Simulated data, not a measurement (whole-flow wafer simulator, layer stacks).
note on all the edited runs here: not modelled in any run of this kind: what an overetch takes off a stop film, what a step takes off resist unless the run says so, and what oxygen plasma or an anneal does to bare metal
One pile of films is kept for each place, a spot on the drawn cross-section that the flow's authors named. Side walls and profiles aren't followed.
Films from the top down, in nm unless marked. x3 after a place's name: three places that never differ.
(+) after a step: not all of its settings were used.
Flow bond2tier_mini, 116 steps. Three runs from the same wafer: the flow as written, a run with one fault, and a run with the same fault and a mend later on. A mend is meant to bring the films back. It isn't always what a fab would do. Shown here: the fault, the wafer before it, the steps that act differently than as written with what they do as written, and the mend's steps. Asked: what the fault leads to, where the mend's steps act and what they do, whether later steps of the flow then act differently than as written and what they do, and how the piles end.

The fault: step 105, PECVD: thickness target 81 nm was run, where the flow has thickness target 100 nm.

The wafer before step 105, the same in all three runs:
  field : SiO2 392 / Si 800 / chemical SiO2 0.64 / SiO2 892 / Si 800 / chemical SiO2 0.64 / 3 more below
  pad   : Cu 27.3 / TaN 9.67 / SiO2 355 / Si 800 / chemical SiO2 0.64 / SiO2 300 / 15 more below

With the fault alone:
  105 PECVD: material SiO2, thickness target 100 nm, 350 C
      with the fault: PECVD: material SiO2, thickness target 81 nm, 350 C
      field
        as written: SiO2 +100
        with the fault: SiO2 +81
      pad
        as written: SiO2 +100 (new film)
        with the fault: SiO2 +81 (new film)
  Later steps of the flow that act differently than as written (2 more steps differ only slightly, by at most 2% or 0.5 nm, whichever is larger, and aren't shown):
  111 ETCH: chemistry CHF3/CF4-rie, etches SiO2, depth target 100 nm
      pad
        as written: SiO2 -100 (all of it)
        with the fault: SiO2 -81 (all of it), Cu -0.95
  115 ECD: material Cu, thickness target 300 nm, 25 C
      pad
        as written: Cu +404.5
        with the fault: Cu +385.6
  At the end the piles differ from the flow's by more than 2% or 0.5 nm, whichever is larger, at field, pad.
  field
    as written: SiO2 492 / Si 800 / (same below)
    with the fault: SiO2 473 / Si 800 / (same below)
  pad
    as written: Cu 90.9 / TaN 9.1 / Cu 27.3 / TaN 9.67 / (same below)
    with the fault: Cu 72.6 / TaN 9.31 / Cu 26.4 / TaN 9.67 / (same below)

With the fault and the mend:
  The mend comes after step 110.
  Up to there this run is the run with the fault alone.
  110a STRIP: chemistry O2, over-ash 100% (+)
      field
        KrF resist -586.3 (all of it)
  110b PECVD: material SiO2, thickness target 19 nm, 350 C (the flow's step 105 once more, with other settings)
      field, pad
        SiO2 +19
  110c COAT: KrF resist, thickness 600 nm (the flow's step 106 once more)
      field, pad
        KrF resist +600 (new film)
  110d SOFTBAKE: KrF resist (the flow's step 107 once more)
      changes no film at any place that is followed
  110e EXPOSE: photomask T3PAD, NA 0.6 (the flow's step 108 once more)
      changes no film at any place that is followed
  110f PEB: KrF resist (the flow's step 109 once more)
      changes no film at any place that is followed
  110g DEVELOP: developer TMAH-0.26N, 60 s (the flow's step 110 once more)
      field
        KrF resist -13.7
      pad
        KrF resist -600 (all of it)
  No later step of the flow acts differently than as written at any place that is followed.
  At the end the piles are the same as the flow's at every place that both follow.
